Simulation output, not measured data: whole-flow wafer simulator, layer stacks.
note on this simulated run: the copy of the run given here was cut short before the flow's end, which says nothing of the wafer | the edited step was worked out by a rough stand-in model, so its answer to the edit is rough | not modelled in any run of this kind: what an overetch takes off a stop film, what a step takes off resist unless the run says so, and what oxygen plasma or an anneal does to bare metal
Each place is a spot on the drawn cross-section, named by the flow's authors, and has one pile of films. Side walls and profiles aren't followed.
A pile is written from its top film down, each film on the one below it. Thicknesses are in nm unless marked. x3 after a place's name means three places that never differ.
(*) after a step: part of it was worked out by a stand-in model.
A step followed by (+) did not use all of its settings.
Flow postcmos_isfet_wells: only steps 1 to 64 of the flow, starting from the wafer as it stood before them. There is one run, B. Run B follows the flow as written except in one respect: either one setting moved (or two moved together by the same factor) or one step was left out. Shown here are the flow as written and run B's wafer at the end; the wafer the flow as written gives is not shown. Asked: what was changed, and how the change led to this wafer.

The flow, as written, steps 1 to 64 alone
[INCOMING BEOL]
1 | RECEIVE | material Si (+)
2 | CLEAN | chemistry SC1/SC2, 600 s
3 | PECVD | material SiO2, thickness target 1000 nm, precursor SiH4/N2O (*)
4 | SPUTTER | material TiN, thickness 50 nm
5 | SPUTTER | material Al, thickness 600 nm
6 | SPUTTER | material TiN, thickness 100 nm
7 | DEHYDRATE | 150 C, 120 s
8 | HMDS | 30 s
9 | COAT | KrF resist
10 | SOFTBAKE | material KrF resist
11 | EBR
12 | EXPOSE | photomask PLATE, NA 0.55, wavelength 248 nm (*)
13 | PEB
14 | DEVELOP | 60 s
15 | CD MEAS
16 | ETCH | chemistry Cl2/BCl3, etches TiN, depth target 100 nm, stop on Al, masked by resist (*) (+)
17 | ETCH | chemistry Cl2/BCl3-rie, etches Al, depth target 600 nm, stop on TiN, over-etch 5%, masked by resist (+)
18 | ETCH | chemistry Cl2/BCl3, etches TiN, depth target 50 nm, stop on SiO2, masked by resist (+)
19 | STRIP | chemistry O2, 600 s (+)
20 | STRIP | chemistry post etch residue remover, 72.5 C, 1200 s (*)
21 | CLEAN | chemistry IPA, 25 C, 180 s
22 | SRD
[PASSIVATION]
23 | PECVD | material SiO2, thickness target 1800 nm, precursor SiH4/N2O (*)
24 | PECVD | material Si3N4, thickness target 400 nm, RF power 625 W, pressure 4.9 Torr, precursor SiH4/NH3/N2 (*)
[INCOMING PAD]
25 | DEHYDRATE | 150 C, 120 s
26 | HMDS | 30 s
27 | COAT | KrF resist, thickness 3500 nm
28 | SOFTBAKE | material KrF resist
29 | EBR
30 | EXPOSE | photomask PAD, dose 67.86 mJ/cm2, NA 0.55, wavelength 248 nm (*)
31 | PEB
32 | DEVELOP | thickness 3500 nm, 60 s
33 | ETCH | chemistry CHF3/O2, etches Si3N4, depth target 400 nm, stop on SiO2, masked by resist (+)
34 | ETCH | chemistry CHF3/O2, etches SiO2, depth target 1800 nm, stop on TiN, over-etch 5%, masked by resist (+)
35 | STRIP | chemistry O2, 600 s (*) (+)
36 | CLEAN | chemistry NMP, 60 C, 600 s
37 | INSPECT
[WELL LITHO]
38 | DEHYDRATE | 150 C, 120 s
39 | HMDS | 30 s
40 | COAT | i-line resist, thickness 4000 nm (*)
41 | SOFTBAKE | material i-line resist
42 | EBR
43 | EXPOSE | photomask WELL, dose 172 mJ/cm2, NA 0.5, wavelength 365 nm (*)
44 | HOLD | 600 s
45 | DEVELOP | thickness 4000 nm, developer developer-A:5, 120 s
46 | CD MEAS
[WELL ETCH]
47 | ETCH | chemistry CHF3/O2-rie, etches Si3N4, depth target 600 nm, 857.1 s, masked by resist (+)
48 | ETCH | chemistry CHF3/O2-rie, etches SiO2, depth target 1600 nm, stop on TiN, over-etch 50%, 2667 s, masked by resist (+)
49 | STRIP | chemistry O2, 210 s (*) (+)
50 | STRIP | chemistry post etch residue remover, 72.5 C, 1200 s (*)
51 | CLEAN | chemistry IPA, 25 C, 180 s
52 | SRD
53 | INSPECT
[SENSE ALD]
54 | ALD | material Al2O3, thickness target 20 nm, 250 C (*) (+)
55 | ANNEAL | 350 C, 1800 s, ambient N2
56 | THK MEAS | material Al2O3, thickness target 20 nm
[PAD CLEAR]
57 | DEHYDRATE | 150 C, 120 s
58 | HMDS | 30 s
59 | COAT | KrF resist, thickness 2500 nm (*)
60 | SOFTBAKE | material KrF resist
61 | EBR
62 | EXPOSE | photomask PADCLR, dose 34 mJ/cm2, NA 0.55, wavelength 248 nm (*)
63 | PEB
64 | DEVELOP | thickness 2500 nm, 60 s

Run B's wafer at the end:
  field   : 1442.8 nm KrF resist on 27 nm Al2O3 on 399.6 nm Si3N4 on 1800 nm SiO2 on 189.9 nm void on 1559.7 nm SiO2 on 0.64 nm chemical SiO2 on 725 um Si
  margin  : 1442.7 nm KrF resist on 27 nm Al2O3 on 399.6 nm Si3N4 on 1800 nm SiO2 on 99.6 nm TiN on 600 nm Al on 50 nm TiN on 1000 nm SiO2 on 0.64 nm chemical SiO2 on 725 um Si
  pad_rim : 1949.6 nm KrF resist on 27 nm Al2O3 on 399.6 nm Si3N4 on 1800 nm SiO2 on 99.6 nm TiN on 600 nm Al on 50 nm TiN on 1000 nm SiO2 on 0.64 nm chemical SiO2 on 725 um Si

What caused this: step 54, ALD: thickness target 27 nm was run, while the flow as written has thickness target 20 nm.
The wafer lets one read it off: field has Al2O3 27, and step 54 as written asks for 20 nm.

The path from the change to this, step by step:
  54 | ALD | material Al2O3, thickness target 20 nm, 250 C (*) (+)
      field, margin, well900, well1300 x3, pad_rim, pad_clr, pad_open: +27 Al2O3 (new film) (in the flow as written it would be: +20 Al2O3 (new film))
